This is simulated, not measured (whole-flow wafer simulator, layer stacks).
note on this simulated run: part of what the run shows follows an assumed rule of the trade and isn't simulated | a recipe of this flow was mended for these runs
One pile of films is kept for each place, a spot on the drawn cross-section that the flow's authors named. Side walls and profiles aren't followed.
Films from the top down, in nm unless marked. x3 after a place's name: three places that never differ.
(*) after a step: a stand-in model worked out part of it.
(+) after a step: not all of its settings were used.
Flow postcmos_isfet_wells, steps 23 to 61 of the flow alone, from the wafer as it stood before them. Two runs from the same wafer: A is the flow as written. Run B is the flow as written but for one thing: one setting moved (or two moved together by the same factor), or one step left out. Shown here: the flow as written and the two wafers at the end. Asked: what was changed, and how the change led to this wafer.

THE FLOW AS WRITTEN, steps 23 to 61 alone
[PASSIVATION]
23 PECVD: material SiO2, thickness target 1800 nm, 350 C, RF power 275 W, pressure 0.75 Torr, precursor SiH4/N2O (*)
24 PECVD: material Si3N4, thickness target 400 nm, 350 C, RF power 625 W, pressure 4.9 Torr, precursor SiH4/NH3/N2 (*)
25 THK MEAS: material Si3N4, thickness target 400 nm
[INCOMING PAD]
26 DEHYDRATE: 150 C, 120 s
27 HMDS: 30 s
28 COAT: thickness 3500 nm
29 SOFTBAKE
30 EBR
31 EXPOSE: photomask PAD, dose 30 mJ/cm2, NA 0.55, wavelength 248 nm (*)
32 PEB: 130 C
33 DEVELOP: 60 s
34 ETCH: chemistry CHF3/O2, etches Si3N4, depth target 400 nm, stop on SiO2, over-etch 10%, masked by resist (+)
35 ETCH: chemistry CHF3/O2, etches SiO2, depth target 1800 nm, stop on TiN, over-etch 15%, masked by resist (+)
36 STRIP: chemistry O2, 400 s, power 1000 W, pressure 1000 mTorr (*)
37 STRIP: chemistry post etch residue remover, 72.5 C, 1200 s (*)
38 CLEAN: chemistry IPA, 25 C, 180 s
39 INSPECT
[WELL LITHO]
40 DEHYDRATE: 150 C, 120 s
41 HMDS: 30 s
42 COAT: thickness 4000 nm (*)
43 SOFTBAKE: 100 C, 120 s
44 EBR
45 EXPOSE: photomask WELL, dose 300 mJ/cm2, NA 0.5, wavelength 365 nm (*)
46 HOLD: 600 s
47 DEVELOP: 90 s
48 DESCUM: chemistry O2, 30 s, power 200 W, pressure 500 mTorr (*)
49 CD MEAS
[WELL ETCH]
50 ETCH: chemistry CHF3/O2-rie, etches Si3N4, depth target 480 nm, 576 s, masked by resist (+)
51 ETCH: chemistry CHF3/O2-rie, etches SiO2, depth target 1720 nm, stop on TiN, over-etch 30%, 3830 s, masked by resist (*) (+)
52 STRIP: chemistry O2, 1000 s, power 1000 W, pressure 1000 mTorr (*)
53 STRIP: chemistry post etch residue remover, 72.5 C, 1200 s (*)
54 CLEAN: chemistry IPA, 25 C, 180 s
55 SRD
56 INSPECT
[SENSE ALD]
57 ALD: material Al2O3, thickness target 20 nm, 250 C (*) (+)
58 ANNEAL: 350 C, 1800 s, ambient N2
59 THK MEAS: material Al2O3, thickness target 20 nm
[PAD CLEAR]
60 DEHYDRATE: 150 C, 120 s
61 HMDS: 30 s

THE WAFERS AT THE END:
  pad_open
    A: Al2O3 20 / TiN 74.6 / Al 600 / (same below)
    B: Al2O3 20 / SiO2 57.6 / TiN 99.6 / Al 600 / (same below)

The cause: step 34, ETCH: depth target 80 nm was run, where the flow has depth target 400 nm.

How the change led to this, step by step:
  34 ETCH: chemistry CHF3/O2, etches Si3N4, depth target 400 nm, stop on SiO2, over-etch 10%, masked by resist (+)
      pad_open: A Si3N4 -400 (all of it), SiO2 -20 | B Si3N4 -88
      field, margin x2, well900 x4, pad_clr: A thick-KrF-resist -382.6 | B thick-KrF-resist -76.5
  35 ETCH: chemistry CHF3/O2, etches SiO2, depth target 1800 nm, stop on TiN, over-etch 15%, masked by resist (+)
      pad_open: A SiO2 -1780 (all of it), TiN -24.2 | B Si3N4 -312 (all of it), SiO2 -1742.4
  36 STRIP: chemistry O2, 400 s, power 1000 W, pressure 1000 mTorr (*)
      field, margin x2, well900 x4, pad_clr: A thick-KrF-resist -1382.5 (all of it) | B thick-KrF-resist -1669.5 (all of it)
  43 SOFTBAKE: 100 C, 120 s
      pad_clr: A thick-g/i-line-resist -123 | B thick-g/i-line-resist -116.6
      pad_open: A thick-g/i-line-resist +73 | B thick-g/i-line-resist +70.9
